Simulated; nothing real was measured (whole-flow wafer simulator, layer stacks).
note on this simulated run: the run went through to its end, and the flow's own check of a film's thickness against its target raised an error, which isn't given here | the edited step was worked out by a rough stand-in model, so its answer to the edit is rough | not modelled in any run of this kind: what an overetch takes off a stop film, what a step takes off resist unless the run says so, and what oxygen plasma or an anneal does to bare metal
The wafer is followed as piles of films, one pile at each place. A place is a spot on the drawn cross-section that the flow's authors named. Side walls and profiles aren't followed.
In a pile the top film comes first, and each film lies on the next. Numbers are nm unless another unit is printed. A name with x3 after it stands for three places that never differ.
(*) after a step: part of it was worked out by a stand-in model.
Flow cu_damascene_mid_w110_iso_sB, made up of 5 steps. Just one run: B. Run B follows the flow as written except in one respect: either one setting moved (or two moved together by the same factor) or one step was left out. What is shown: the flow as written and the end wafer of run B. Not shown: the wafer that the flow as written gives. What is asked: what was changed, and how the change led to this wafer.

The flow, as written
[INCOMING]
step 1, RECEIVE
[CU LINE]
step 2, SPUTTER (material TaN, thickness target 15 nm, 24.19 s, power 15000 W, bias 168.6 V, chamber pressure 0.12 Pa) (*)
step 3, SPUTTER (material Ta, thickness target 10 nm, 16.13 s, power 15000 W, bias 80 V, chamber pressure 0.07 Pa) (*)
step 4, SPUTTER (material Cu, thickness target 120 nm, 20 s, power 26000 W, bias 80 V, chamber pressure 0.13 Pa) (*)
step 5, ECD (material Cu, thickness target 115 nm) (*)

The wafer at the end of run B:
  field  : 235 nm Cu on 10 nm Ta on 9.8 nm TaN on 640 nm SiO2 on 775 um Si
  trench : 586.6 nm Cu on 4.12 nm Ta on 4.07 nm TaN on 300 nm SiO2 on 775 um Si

What caused this: step 2, SPUTTER: thickness target 9.8 nm was run, whereas the flow has thickness target 15 nm; step 2, SPUTTER: 15.72 s was run, where the flow has 24.19 s.
The wafer lets one read it off: field has TaN 9.8, and step 2 as written asks for 15 nm.

Step by step, how the change led to this:
  step 2, SPUTTER (material TaN, thickness target 15 nm, 24.19 s, power 15000 W, bias 168.6 V, chamber pressure 0.12 Pa) (*)
      field: +9.8 TaN (new film) (as written it would have been: +15 TaN (new film))
      trench: +4.07 TaN (new film) (as written it would have been: +6.23 TaN (new film))
